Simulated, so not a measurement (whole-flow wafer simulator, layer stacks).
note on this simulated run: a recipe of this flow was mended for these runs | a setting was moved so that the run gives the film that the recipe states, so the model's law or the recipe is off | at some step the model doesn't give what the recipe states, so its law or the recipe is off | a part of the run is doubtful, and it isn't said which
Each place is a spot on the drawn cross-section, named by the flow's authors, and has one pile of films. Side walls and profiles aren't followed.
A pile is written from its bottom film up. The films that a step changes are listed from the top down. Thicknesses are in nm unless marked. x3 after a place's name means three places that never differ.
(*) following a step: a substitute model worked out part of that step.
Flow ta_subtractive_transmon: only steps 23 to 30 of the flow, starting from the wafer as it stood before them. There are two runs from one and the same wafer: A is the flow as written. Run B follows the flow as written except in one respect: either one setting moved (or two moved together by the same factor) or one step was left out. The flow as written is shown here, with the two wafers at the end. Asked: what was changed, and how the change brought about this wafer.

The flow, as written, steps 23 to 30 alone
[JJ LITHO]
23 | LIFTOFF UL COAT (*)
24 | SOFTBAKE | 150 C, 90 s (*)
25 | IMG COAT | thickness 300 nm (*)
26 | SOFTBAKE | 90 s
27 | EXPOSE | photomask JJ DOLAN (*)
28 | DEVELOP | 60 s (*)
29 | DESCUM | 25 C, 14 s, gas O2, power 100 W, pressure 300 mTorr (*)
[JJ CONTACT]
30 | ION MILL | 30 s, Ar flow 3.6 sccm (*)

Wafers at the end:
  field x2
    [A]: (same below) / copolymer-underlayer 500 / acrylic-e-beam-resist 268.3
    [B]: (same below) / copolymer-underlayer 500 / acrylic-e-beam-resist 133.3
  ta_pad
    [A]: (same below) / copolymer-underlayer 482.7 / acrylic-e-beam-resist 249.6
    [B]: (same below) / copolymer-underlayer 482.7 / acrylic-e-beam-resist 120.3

What caused this: step 25, IMG COAT: thickness 165 nm was run, though the flow has thickness 300 nm.

How this came from the change, step by step:
  25 | IMG COAT | thickness 300 nm (*)
      field x2, jj_line: A +300 acrylic-e-beam-resist (new film) | B +165 acrylic-e-beam-resist (new film)
      lead: A +312.5 acrylic-e-beam-resist (new film) | B +173.6 acrylic-e-beam-resist (new film)
      (as well as at 2 more places)
  28 | DEVELOP | 60 s (*)
      jj_line: A -300 acrylic-e-beam-resist (all of it), -500 copolymer-underlayer (all of it) | B -165 acrylic-e-beam-resist (all of it), -500 copolymer-underlayer (all of it)
      lead: A -312.5 acrylic-e-beam-resist (all of it), -554.7 copolymer-underlayer (all of it) | B -173.6 acrylic-e-beam-resist (all of it), -554.7 copolymer-underlayer (all of it)
      (as well as at 1 more place)
